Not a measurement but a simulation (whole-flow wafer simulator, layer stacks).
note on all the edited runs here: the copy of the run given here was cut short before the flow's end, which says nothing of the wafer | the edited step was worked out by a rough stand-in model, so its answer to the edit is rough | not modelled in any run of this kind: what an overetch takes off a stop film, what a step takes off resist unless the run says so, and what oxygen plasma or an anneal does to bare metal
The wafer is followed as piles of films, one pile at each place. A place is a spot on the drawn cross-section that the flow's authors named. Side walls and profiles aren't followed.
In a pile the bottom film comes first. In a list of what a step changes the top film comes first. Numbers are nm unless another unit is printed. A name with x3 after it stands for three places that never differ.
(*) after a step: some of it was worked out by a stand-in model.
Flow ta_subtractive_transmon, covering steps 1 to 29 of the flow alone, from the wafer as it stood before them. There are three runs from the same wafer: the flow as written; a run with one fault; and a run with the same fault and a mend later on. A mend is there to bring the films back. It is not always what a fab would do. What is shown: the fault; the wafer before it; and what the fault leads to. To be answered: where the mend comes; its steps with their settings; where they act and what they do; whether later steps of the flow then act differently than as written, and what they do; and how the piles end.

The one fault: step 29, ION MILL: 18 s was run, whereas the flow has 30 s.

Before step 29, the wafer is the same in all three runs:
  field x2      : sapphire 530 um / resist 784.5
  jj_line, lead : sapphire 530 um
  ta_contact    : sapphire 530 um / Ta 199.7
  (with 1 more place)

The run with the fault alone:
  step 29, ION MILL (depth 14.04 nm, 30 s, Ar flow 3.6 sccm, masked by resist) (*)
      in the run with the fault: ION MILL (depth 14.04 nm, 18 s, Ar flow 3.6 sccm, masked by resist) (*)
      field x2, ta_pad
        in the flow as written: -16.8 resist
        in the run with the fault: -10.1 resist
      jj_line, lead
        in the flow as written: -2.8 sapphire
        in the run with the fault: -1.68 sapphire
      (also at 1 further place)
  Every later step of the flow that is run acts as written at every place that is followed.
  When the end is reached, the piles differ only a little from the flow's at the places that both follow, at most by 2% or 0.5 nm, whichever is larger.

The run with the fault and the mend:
  The mend stands after step 29.
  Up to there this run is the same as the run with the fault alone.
  step 29a, ION MILL (depth 14.04 nm, 12 s, Ar flow 3.6 sccm, masked by resist) (*) (a further turn of the flow's step 29, with different settings)
      field x2, ta_pad
        -6.71 resist
      jj_line, lead
        -1.12 sapphire
      ta_contact
        -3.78 Ta
  Every later step of the flow that is run acts as written at every place that is followed.
  By the end, the piles equal the flow's at every place that both follow.
